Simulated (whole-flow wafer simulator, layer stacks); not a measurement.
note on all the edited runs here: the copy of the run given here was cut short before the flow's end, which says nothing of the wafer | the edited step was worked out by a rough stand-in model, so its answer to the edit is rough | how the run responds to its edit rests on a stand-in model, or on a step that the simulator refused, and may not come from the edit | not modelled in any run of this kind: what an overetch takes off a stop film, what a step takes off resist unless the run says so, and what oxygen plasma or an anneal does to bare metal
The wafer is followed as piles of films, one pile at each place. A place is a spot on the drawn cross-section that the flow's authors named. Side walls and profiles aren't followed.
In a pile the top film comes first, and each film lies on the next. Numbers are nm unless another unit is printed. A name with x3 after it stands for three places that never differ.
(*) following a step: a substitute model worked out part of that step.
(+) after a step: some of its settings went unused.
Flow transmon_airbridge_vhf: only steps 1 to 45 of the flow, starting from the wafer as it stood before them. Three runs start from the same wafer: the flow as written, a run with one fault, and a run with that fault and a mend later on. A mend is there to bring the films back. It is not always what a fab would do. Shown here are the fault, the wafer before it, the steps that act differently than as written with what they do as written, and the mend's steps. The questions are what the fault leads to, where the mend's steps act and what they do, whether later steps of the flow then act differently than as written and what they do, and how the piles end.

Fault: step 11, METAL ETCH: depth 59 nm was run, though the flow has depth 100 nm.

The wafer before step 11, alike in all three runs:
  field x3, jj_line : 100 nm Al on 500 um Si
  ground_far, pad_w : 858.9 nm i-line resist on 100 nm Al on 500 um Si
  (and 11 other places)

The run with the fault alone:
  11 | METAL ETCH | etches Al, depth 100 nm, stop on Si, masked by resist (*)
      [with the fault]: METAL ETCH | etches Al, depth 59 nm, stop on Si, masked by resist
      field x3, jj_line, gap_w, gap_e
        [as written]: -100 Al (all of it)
        [with the fault]: -59 Al
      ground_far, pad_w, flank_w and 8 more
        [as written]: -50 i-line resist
        [with the fault]: -29.5 i-line resist
  Steps later in the flow that act otherwise than as written (14 other steps are not shown; they differ only slightly, by no more than 2% or 0.5 nm, whichever is larger):
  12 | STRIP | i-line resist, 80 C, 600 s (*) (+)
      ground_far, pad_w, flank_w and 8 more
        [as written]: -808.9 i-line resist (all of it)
        [with the fault]: -829.4 i-line resist (all of it)
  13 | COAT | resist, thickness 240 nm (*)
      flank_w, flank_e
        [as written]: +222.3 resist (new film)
        [with the fault]: +229.1 resist (new film)
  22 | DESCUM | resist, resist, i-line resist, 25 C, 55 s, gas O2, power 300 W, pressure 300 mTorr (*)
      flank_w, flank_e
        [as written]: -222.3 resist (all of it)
        [with the fault]: -229.1 resist (all of it)
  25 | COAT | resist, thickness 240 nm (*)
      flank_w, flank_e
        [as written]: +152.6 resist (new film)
        [with the fault]: +157.2 resist (new film)
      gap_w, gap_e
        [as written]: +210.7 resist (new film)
        [with the fault]: +206.3 resist (new film)
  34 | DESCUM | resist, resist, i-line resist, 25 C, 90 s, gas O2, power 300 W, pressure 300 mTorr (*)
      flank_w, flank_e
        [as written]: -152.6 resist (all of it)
        [with the fault]: -157.2 resist (all of it)
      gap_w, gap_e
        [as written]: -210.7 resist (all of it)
        [with the fault]: -206.3 resist (all of it)
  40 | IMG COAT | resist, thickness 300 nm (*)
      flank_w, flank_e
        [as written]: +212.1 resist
        [with the fault]: +218.5 resist
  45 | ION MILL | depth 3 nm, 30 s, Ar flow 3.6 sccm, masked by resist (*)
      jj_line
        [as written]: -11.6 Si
        [with the fault]: -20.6 Al
  The piles end different from the flow's at field x3, jj_line, gap_w, gap_e by more than 2% or 0.5 nm, whichever is larger.
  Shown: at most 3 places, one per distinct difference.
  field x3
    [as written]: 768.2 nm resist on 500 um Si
    [with the fault]: 768.2 nm resist on 41 nm Al on 500 um Si
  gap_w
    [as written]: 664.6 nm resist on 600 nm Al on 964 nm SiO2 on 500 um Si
    [with the fault]: 653.2 nm resist on 600 nm Al on 964 nm SiO2 on 41 nm Al on 500 um Si
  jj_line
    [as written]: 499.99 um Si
    [with the fault]: 20.4 nm Al on 500 um Si

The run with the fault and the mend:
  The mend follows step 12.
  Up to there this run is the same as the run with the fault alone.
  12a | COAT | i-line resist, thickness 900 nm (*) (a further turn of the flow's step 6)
      field x3, jj_line, trace_open_s x2, margin_s, bridge_strip, margin_n
        +900 i-line resist (new film)
      pad_w, pad_e
        +892.7 i-line resist (new film)
      flank_w, flank_e
        +886.2 i-line resist (new film)
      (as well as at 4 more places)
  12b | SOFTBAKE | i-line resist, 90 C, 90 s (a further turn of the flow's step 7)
      flank_w, flank_e
        -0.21 i-line resist
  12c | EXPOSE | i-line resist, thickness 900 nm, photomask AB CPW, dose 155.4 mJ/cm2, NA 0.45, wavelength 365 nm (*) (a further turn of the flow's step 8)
      does not change any film at any place that is followed
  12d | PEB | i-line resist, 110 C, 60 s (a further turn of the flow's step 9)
      field x3, jj_line, trace_open_s x2, margin_s, bridge_strip, margin_n
        -41 i-line resist
      pad_w, pad_e
        -40.7 i-line resist
      flank_w, flank_e
        -40.4 i-line resist
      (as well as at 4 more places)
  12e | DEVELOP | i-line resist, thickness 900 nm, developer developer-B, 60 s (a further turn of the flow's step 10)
      flank_w, cpw_trace, flank_e, trace_open_s x2, margin_s, bridge_strip, margin_n
        -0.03 i-line resist
      field x3, jj_line
        -859 i-line resist (all of it)
      gap_w, gap_e
        -889.7 i-line resist (all of it)
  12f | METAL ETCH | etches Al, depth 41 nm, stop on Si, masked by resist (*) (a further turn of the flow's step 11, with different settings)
      ground_far, pad_w, flank_w and 8 more
        -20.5 i-line resist
      field x3, jj_line, gap_w, gap_e
        -41 Al (all of it)
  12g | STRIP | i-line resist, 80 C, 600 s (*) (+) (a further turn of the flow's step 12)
      trace_open_s x2, margin_s, bridge_strip, margin_n
        -838.4 i-line resist (all of it)
      pad_w, pad_e
        -831.5 i-line resist (all of it)
      flank_w, flank_e
        -825 i-line resist (all of it)
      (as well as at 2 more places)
  Later steps of the flow that are run all act as written at every place that is followed.
  By the end, the piles equal the flow's at every place that both follow.
